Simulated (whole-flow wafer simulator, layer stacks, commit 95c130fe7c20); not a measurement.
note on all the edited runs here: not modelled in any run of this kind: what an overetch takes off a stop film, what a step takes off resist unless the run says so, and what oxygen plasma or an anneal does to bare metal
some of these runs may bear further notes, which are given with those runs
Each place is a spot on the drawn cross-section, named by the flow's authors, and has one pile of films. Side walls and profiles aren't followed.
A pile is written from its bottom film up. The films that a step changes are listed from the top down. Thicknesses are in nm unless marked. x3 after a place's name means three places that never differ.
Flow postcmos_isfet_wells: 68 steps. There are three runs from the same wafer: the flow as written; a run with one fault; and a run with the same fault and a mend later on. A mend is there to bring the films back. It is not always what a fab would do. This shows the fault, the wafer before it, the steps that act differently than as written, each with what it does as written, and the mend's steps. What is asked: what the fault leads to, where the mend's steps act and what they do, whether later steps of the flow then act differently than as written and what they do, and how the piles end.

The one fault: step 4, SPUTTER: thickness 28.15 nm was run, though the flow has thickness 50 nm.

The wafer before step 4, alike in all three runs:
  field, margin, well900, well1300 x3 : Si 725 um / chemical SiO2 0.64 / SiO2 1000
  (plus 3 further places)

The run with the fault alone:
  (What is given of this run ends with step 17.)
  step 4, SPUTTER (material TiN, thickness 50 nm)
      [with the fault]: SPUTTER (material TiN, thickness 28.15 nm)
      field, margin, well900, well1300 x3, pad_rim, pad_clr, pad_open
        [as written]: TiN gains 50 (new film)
        [with the fault]: TiN gains 28.1 (new film)
  None of the later steps of the flow up to step 17 acts differently than as written at any place that is followed.
  Once step 17 is done, the piles at field, margin, well900, well1300 x3, pad_rim, pad_clr, pad_open depart from the flow's by more than 2% or 0.5 nm, whichever is larger.
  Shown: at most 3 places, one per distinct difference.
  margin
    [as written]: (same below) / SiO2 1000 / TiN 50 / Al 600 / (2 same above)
    [with the fault]: (same below) / SiO2 1000 / TiN 28.1 / Al 600 / (2 same above)
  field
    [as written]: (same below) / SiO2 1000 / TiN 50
    [with the fault]: (same below) / SiO2 1000 / TiN 28.1

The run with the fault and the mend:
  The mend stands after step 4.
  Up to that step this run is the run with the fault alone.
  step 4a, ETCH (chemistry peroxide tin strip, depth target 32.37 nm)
      field, margin, well900, well1300 x3, pad_rim, pad_clr, pad_open
        TiN loses 28.1 (all of it)
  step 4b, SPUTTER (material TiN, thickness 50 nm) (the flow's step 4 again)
      field, margin, well900, well1300 x3, pad_rim, pad_clr, pad_open
        TiN gains 50 (new film)
  None of the later steps of the flow acts differently than as written at any place that is followed.
  At every place that both follow, the piles at the end match the flow's.
